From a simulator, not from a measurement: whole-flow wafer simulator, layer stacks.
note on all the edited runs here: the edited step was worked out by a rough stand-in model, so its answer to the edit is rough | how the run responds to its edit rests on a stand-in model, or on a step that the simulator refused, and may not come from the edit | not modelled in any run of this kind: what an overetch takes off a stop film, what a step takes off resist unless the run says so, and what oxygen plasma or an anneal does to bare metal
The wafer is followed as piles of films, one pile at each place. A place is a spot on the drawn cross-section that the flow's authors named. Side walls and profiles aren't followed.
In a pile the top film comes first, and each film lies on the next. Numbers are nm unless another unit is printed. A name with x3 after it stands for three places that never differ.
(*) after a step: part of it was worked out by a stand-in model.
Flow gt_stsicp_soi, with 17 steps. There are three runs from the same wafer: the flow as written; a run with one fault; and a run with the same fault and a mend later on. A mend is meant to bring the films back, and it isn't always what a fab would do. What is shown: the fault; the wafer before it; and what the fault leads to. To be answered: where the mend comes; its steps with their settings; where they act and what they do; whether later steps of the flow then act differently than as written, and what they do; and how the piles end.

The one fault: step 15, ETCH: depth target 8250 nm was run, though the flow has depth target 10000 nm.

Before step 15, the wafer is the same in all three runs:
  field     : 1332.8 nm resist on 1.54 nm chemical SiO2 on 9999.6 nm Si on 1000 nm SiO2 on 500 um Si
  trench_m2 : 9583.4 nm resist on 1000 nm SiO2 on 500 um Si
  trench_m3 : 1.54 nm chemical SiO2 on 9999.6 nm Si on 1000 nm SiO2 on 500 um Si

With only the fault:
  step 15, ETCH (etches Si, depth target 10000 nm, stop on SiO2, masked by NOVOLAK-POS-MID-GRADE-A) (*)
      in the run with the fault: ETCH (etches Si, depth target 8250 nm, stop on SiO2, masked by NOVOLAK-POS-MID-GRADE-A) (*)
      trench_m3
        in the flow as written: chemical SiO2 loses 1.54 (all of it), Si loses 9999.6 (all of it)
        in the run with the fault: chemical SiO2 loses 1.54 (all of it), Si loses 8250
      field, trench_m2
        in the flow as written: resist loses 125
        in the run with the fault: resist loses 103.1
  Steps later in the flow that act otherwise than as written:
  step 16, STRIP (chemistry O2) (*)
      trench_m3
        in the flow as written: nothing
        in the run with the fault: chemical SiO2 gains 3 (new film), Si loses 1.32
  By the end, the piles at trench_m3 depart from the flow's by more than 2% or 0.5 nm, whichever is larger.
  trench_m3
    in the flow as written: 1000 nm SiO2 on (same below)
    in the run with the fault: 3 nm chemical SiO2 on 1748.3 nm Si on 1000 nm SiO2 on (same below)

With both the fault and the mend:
  The mend stands after step 15.
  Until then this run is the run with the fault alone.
  step 15a, ETCH (etches Si, depth target 1750 nm, stop on SiO2, masked by NOVOLAK-POS-MID-GRADE-A) (*) (the flow's step 15, run once more with other settings)
      field, trench_m2
        resist loses 21.9
      trench_m3
        Si loses 1749.6 (all of it)
  Every later step of the flow that is run acts as written at every place that is followed.
  At every place that both follow, the piles at the end match the flow's.
